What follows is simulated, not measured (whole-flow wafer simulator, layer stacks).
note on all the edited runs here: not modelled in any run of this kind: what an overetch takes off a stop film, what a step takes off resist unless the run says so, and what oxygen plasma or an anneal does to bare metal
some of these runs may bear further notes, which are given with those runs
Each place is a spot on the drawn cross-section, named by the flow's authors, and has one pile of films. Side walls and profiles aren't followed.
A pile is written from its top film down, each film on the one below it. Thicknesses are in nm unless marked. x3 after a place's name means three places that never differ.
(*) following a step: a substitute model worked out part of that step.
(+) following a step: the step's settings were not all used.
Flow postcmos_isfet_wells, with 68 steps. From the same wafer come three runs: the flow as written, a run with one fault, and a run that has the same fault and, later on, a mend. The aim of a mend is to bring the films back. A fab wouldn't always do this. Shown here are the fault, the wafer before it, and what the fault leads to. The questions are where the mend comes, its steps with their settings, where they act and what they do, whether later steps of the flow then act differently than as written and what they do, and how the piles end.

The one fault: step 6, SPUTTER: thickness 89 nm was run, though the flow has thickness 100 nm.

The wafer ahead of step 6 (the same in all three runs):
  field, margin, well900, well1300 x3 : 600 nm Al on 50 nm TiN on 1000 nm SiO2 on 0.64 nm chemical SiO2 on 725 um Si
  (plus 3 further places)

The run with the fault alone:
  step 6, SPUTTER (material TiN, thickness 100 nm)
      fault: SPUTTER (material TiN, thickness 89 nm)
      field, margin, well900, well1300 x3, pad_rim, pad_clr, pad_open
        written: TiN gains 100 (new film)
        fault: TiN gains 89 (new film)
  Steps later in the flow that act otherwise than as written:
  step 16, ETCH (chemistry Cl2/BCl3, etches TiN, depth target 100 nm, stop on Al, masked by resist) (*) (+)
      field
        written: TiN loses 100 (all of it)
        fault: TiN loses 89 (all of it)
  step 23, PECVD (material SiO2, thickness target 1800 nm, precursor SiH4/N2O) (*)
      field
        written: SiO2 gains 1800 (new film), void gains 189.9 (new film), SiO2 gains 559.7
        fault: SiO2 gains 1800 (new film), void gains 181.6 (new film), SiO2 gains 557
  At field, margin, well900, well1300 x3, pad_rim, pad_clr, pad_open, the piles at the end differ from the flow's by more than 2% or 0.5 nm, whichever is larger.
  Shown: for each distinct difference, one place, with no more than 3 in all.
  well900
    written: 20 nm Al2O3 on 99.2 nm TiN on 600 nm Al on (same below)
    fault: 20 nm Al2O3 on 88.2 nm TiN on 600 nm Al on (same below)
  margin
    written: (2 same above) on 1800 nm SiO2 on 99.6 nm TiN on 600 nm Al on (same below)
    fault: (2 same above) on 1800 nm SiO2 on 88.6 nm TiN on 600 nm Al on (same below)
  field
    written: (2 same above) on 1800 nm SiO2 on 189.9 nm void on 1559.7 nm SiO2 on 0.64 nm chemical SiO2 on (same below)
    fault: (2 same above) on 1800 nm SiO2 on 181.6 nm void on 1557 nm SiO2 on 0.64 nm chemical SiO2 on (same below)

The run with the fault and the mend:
  The mend follows step 15.
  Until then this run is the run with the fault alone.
  step 15a, STRIP (chemistry O2, 600 s) (+)
      margin, well900, well1300 x3, pad_rim, pad_clr, pad_open
        KrF resist loses 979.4 (all of it)
  step 15b, SPUTTER (material TiN, thickness 11 nm) (a further turn of the flow's step 6, with different settings)
      field, margin, well900, well1300 x3, pad_rim, pad_clr, pad_open
        TiN gains 11
  step 15c, HMDS (30 s) (a further turn of the flow's step 8)
      does not change any film at any place that is followed
  step 15d, COAT (KrF resist) (a further turn of the flow's step 9)
      field, margin, well900, well1300 x3, pad_rim, pad_clr, pad_open
        KrF resist gains 1000 (new film)
  step 15e, SOFTBAKE (material KrF resist) (a further turn of the flow's step 10)
      does not change any film at any place that is followed
  step 15f, EBR (a further turn of the flow's step 11)
      does not change any film at any place that is followed
  step 15g, EXPOSE (photomask PLATE, NA 0.55, wavelength 248 nm) (*) (a further turn of the flow's step 12)
      does not change any film at any place that is followed
  step 15h, PEB (a further turn of the flow's step 13)
      field, margin, well900, well1300 x3, pad_rim, pad_clr, pad_open
        KrF resist loses 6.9
  step 15i, DEVELOP (60 s) (a further turn of the flow's step 14)
      margin, well900, well1300 x3, pad_rim, pad_clr, pad_open
        KrF resist loses 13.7
      field
        KrF resist loses 993.1 (all of it)
  Later steps of the flow that are run all act as written at every place that is followed.
  At every place that both follow, the piles at the end match the flow's.
